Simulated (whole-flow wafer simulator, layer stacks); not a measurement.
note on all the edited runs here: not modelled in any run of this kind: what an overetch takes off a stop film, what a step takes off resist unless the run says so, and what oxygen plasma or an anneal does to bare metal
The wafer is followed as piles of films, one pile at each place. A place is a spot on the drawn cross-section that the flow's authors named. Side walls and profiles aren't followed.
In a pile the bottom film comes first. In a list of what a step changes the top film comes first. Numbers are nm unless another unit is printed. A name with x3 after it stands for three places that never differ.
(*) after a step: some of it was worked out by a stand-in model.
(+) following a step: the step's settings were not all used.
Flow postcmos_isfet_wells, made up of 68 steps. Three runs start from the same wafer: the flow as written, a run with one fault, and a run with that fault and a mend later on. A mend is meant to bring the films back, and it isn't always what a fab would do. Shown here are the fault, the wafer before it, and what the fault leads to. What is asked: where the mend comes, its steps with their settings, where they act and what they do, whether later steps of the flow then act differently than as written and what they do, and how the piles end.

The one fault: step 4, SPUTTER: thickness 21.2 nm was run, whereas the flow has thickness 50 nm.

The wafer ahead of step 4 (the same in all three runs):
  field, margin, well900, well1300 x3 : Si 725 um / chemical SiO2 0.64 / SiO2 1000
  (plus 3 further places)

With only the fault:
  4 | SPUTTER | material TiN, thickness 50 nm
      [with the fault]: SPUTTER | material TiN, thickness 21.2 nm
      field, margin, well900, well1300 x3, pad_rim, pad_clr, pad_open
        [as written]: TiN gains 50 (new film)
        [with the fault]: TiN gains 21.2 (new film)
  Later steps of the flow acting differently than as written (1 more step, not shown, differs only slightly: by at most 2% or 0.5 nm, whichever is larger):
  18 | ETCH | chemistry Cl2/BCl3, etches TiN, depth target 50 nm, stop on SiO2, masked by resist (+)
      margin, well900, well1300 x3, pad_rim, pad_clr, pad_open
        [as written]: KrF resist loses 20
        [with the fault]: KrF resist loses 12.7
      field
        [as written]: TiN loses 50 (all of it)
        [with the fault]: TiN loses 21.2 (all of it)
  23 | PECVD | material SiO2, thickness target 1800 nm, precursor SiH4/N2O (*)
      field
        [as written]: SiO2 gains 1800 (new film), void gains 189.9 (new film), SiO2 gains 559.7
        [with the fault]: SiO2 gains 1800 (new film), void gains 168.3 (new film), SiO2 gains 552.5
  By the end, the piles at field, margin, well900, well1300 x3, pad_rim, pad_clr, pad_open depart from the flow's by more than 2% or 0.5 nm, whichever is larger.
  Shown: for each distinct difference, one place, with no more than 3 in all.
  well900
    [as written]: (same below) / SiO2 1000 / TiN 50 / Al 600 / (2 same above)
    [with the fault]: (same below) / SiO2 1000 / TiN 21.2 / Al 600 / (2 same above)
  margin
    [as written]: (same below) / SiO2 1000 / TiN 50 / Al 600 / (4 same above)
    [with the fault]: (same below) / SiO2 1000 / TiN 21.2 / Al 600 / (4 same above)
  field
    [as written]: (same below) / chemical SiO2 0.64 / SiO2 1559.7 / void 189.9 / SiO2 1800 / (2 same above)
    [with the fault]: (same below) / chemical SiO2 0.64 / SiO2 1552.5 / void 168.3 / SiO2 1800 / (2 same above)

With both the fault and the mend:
  The mend follows step 4.
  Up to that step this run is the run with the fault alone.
  4a | SPUTTER | material TiN, thickness 28.8 nm (the flow's step 4 again, with other settings)
      field, margin, well900, well1300 x3, pad_rim, pad_clr, pad_open
        TiN gains 28.8
  None of the later steps of the flow acts differently than as written at any place that is followed.
  By the end, the piles equal the flow's at every place that both follow.
